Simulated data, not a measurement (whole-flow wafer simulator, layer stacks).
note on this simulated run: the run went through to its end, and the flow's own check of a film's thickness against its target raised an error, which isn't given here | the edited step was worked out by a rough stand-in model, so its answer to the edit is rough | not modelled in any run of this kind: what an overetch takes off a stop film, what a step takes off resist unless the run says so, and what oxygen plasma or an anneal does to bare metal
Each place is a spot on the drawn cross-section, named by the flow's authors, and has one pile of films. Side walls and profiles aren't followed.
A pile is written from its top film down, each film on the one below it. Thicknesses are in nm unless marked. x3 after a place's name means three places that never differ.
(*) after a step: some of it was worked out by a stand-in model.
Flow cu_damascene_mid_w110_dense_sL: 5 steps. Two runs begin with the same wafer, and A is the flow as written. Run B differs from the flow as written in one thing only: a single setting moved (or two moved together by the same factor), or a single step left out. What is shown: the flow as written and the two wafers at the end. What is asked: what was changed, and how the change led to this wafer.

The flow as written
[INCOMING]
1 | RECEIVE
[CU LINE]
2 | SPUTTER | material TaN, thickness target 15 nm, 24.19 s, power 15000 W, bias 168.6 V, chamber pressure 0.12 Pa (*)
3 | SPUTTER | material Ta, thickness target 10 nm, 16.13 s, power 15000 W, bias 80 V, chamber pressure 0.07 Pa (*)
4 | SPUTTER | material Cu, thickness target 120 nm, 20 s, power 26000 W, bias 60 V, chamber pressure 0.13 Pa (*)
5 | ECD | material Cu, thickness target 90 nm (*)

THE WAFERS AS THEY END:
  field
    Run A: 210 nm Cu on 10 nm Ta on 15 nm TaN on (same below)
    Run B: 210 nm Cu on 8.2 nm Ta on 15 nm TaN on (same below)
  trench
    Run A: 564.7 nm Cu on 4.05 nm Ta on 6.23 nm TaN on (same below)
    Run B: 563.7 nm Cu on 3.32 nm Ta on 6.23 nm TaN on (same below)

What caused this: step 3, SPUTTER: thickness target 8.2 nm was run, though the flow has thickness target 10 nm; step 3, SPUTTER: 13.31 s was run, where the flow has 16.13 s.
The wafer itself shows it: field has Ta 8.2, and step 3 as written asks for 10 nm.

The path from the change to this, step by step:
  3 | SPUTTER | material Ta, thickness target 10 nm, 16.13 s, power 15000 W, bias 80 V, chamber pressure 0.07 Pa (*)
      field: A Ta gains 10 (new film) | B Ta gains 8.2 (new film)
      trench: A Ta gains 4.05 (new film) | B Ta gains 3.32 (new film)
